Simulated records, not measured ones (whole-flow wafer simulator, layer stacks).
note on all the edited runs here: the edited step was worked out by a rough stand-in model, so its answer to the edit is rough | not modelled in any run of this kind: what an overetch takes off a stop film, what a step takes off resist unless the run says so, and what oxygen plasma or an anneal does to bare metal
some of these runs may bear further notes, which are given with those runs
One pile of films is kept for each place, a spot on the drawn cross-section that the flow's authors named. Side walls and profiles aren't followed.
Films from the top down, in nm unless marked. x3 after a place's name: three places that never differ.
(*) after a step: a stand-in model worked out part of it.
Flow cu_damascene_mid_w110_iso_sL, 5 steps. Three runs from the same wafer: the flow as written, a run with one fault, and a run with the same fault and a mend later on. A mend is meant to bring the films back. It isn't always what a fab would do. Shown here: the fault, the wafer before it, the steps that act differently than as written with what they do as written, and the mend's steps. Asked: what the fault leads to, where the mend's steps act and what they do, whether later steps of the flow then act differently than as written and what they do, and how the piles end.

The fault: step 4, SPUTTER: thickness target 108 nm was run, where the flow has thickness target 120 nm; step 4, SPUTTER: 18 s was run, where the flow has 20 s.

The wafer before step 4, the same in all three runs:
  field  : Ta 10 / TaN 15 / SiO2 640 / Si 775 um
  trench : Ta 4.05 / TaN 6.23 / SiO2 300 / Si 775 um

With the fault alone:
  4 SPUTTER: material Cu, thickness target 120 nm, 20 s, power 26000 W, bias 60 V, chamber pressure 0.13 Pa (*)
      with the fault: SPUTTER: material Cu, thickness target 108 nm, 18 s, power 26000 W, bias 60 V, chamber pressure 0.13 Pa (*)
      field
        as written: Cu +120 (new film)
        with the fault: Cu +108 (new film)
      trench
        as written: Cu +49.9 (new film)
        with the fault: Cu +44.9 (new film)
  No later step of the flow acts differently than as written, at any place that is followed, by more than 2% or 0.5 nm, whichever is larger.
  At the end the piles differ from the flow's by more than 2% or 0.5 nm, whichever is larger, at field, trench.
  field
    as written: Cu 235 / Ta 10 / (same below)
    with the fault: Cu 223 / Ta 10 / (same below)
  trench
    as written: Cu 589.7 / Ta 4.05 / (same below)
    with the fault: Cu 577.7 / Ta 4.05 / (same below)

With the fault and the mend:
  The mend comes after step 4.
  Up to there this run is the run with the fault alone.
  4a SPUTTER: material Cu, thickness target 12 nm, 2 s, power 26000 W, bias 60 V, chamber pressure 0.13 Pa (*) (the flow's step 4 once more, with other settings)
      field
        Cu +12
      trench
        Cu +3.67
  No later step of the flow acts differently than as written, at any place that is followed, by more than 2% or 0.5 nm, whichever is larger.
  At the end the piles are the same as the flow's at every place that both follow.
